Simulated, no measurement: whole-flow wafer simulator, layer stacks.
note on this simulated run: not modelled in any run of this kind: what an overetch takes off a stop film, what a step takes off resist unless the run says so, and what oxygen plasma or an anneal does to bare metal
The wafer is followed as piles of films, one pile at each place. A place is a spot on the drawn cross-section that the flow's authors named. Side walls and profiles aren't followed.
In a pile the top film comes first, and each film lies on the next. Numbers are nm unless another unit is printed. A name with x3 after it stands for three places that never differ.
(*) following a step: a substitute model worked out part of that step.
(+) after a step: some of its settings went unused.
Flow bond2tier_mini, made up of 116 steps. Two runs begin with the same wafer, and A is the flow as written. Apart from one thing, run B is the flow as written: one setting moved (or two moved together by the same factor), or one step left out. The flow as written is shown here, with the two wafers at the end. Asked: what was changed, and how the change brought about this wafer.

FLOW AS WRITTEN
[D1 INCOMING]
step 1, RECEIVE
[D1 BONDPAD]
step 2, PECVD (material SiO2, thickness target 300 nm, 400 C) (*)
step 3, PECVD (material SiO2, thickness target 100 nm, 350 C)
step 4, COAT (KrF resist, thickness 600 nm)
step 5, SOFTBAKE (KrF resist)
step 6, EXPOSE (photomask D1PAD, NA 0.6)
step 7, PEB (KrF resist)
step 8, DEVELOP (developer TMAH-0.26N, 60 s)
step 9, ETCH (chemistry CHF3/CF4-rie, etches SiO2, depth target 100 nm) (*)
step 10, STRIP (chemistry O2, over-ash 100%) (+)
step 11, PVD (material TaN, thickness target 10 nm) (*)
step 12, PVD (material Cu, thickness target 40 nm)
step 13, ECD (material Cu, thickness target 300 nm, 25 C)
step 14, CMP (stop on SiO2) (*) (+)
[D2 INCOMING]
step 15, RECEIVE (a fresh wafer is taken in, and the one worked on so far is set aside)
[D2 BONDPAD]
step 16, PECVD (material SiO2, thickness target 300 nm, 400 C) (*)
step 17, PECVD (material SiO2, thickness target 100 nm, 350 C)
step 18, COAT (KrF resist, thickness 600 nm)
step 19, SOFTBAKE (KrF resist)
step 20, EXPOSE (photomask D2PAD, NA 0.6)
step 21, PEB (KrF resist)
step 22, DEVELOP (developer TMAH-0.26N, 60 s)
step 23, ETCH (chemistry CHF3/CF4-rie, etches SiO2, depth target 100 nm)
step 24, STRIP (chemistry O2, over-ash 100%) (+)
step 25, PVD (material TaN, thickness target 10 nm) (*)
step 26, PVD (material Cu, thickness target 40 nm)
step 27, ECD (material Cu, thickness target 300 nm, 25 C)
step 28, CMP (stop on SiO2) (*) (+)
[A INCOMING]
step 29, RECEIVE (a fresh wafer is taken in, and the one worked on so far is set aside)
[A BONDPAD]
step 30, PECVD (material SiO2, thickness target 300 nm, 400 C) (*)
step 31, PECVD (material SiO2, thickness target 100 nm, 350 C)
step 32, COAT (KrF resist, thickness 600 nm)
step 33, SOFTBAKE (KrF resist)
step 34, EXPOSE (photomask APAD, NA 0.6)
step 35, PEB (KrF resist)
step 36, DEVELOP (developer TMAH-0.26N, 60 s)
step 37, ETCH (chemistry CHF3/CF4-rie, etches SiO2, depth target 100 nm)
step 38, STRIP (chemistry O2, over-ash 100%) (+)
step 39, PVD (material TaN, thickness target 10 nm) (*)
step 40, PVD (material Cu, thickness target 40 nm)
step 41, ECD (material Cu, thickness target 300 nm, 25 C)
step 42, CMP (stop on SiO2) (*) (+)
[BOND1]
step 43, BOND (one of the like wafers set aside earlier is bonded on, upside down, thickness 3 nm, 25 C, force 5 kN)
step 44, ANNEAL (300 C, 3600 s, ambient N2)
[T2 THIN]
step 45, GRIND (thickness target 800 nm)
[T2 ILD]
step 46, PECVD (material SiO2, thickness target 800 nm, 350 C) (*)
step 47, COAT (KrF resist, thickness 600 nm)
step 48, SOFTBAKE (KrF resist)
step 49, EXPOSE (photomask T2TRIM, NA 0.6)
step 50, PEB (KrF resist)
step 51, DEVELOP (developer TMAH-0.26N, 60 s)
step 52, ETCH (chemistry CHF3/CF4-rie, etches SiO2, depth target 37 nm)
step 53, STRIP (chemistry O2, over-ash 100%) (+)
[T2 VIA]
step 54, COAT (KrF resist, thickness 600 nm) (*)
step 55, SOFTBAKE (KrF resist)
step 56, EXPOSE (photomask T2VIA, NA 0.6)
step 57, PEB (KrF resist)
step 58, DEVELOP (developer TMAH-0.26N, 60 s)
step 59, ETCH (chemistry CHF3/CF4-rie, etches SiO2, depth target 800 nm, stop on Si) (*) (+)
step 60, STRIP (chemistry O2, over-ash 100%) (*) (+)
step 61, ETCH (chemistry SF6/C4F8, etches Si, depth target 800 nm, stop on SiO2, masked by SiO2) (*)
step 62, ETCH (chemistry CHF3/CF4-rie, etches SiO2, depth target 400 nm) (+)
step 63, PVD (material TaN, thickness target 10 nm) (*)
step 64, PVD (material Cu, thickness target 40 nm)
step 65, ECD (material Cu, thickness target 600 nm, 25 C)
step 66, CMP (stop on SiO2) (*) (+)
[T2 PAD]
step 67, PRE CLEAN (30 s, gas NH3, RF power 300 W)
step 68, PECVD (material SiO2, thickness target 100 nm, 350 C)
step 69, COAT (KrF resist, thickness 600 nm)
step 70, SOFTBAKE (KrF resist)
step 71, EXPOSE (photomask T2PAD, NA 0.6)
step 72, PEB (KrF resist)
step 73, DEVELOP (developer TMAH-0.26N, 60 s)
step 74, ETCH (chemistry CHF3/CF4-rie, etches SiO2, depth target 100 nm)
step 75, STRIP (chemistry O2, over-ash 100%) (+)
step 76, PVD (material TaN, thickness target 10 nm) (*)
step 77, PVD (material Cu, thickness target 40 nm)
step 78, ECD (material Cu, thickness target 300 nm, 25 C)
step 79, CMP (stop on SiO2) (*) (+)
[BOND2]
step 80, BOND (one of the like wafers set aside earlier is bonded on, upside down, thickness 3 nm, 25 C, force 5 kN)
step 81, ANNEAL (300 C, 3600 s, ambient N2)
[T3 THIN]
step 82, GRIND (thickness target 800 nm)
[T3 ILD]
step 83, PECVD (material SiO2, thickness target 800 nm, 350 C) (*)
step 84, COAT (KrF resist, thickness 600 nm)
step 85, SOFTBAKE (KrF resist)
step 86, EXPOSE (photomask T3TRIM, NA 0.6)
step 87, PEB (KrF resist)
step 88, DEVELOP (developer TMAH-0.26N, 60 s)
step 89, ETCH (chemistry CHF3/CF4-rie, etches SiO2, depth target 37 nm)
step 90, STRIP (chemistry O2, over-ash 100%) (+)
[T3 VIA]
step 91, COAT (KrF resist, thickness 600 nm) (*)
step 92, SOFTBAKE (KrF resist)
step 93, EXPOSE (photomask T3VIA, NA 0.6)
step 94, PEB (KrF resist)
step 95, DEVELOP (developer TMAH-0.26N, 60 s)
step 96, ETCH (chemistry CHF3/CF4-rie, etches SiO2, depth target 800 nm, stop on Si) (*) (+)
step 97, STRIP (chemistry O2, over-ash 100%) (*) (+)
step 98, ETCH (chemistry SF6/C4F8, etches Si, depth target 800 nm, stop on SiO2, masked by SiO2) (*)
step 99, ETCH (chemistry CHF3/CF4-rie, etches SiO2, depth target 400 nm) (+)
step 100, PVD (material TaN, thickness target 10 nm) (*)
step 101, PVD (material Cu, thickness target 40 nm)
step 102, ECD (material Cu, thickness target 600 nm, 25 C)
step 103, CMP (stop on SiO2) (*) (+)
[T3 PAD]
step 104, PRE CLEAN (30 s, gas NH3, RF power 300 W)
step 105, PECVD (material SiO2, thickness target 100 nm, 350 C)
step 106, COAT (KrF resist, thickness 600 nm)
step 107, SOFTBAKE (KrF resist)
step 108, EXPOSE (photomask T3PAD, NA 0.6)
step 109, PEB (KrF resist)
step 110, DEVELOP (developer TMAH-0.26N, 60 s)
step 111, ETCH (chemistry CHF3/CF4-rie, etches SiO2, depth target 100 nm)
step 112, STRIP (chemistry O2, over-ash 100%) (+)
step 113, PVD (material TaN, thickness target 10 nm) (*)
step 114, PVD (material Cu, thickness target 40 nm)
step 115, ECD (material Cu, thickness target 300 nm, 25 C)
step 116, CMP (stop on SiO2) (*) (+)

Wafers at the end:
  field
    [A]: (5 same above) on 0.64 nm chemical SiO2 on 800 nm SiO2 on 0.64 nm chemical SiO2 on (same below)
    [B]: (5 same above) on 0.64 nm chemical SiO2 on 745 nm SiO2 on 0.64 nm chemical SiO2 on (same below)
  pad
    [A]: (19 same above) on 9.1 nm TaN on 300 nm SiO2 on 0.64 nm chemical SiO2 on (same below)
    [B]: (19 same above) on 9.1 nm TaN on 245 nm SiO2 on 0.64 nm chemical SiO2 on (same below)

The reason: step 31, PECVD: thickness target 45 nm was run, though the flow has thickness target 100 nm.

How this came from the change, step by step:
  step 31, PECVD (material SiO2, thickness target 100 nm, 350 C)
      field, pad, via: A SiO2 gains 100 | B SiO2 gains 45
